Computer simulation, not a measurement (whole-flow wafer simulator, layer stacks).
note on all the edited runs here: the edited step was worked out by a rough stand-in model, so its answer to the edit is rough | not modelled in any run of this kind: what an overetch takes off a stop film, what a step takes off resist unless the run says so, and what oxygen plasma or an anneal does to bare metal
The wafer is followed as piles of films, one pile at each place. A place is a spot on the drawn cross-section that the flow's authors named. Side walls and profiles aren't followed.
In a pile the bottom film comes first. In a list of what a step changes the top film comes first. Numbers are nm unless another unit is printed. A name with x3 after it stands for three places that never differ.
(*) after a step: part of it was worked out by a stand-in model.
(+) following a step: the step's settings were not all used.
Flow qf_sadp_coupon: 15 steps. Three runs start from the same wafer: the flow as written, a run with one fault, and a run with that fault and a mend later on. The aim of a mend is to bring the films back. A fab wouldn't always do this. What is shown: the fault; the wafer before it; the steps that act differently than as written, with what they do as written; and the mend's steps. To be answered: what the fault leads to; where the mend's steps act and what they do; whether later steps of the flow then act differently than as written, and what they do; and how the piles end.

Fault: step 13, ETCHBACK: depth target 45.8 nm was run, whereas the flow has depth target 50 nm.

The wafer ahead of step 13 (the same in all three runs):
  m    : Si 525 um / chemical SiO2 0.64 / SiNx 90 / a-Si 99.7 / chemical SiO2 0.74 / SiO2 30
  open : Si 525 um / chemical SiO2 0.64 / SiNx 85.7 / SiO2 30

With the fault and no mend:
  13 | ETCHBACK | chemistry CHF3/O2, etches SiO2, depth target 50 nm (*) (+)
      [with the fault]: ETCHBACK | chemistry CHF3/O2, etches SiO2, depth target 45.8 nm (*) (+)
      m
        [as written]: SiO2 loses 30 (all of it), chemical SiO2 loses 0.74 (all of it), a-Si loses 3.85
        [with the fault]: SiO2 loses 30 (all of it), chemical SiO2 loses 0.74 (all of it), a-Si loses 3.01
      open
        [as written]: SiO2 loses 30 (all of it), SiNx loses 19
        [with the fault]: SiO2 loses 30 (all of it), SiNx loses 15
  Every later step of the flow that is run acts as written, at every place that is followed, to within 2% or 0.5 nm, whichever is larger.
  The piles end different from the flow's at open by more than 2% or 0.5 nm, whichever is larger.
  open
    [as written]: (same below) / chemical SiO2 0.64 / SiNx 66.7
    [with the fault]: (same below) / chemical SiO2 0.64 / SiNx 70.7

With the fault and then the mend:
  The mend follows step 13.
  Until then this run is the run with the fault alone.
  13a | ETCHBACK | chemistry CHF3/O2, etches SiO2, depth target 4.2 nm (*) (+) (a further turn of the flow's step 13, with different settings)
      m
        a-Si loses 0.84
      open
        SiNx loses 4
  Every later step of the flow that is run acts as written at every place that is followed.
  At every place that both follow, the piles at the end match the flow's.
